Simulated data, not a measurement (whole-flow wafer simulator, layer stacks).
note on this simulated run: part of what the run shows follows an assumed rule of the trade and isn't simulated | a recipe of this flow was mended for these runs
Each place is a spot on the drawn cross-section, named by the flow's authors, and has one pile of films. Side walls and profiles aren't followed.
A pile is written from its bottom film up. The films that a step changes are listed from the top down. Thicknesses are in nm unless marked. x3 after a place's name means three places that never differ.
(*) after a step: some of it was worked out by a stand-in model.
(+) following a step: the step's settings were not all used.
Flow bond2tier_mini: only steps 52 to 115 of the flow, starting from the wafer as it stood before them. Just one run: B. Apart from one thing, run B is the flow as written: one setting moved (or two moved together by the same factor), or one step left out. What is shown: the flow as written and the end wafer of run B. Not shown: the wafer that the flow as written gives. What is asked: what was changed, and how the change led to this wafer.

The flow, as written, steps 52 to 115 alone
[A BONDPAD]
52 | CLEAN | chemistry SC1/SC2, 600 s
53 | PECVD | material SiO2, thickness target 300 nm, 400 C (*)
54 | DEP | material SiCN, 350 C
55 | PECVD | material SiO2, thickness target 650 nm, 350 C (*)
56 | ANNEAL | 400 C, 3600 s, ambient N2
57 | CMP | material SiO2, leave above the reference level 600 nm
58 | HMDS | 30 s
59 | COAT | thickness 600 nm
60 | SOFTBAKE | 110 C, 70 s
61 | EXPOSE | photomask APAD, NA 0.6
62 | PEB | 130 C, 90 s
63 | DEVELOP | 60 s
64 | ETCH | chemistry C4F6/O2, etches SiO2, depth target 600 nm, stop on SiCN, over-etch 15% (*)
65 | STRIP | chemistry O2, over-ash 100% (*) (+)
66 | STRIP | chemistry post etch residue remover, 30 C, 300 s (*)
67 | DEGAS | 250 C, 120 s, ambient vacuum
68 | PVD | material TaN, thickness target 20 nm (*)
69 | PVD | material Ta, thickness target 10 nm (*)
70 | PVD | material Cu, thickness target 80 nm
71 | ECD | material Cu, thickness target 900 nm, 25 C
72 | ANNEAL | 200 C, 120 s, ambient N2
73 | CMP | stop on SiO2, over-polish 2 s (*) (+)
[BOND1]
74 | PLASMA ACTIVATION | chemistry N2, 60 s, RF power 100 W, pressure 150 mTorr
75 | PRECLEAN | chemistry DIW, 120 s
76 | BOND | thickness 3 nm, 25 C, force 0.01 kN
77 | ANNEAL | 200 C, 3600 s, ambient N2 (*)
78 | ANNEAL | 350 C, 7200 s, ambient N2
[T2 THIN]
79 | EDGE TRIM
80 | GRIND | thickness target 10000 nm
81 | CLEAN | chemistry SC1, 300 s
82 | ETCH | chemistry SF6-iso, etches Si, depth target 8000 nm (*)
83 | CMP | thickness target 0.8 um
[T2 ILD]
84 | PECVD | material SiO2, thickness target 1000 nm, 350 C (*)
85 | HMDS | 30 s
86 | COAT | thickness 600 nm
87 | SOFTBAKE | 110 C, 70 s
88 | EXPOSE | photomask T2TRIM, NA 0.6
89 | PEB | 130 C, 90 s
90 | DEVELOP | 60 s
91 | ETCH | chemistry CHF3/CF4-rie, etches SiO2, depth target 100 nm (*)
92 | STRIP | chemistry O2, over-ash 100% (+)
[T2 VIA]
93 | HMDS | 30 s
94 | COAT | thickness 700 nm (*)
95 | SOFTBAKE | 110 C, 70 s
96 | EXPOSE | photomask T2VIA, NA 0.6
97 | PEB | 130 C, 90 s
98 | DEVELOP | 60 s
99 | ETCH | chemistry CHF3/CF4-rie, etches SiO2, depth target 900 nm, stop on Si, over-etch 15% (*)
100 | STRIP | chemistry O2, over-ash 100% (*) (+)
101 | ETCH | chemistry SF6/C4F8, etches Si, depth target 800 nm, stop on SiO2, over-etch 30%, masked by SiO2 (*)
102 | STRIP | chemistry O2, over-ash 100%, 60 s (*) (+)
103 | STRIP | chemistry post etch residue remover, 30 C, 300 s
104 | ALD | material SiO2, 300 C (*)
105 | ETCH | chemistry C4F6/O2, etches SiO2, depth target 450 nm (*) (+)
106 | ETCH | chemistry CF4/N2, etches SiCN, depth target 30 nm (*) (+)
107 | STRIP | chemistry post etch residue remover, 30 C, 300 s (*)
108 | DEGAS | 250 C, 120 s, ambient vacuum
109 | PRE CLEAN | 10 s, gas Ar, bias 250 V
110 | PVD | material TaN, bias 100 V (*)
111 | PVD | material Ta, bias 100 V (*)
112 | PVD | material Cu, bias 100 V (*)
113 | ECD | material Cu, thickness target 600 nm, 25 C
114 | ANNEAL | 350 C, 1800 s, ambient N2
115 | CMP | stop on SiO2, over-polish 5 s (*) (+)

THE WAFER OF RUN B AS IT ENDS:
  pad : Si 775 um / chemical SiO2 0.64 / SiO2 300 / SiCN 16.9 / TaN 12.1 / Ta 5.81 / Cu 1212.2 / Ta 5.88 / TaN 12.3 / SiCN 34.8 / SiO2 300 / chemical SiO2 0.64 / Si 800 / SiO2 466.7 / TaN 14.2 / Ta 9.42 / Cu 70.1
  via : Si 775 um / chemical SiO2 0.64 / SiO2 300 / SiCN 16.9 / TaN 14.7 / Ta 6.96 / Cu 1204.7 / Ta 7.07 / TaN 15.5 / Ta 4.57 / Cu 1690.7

What caused this: step 64, ETCH: depth target 692.2 nm was run, whereas the flow has depth target 600 nm.

How this came from the change, step by step:
  64 | ETCH | chemistry C4F6/O2, etches SiO2, depth target 600 nm, stop on SiCN, over-etch 15% (*)
      pad, via: -600 SiO2 (all of it), -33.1 SiCN (it would be, as written: -600 SiO2 (all of it), -15.2 SiCN)
      field: -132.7 thick-KrF-resist (it would be, as written: -115 thick-KrF-resist)
  65 | STRIP | chemistry O2, over-ash 100% (*) (+)
      field: -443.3 thick-KrF-resist (all of it) (it would be, as written: -460.9 thick-KrF-resist (all of it))
